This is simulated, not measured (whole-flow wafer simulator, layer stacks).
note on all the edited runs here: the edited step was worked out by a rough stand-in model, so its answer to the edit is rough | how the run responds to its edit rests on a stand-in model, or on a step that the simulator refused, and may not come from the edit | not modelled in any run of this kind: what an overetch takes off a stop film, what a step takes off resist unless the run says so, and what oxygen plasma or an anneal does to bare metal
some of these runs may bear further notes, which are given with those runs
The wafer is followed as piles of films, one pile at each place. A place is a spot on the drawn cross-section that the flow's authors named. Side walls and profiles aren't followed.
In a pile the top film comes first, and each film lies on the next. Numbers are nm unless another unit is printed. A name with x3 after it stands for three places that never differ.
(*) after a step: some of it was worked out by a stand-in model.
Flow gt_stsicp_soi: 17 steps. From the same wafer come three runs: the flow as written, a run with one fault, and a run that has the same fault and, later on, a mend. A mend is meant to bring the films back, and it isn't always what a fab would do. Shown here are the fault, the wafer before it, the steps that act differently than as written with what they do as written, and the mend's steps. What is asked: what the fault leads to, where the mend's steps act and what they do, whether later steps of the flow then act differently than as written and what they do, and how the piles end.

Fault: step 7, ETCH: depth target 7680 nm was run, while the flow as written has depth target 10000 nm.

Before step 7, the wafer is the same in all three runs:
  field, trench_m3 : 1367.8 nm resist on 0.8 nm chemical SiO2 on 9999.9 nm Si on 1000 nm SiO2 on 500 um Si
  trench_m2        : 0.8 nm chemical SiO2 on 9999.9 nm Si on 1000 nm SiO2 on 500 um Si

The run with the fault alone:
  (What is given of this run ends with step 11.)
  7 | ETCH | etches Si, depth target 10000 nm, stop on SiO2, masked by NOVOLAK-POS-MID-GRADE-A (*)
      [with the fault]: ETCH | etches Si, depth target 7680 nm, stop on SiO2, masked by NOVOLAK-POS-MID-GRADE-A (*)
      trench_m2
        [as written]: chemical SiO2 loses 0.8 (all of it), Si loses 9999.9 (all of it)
        [with the fault]: chemical SiO2 loses 0.8 (all of it), Si loses 7680
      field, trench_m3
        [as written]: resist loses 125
        [with the fault]: resist loses 96
  Later steps of the flow acting differently than as written:
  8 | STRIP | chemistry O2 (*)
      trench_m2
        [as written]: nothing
        [with the fault]: chemical SiO2 gains 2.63 (new film), Si loses 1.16
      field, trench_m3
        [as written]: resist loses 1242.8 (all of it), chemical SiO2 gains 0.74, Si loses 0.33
        [with the fault]: resist loses 1271.8 (all of it), chemical SiO2 gains 0.75, Si loses 0.33
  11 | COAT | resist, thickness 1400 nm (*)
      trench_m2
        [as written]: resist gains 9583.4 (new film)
        [with the fault]: resist gains 7739.6 (new film)
  After step 11, at trench_m2, the piles differ from the flow's by more than 2% or 0.5 nm, whichever is larger.
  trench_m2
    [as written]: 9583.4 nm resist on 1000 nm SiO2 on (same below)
    [with the fault]: 7739.6 nm resist on 2.63 nm chemical SiO2 on 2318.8 nm Si on 1000 nm SiO2 on (same below)

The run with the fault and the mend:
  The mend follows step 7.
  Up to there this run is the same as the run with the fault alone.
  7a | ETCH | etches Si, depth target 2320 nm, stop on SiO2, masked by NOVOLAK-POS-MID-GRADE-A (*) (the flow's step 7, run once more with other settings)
      field, trench_m3
        resist loses 29
      trench_m2
        Si loses 2319.9 (all of it)
  Later steps of the flow that are run all act as written at every place that is followed.
  At every place that both follow, the piles at the end match the flow's.
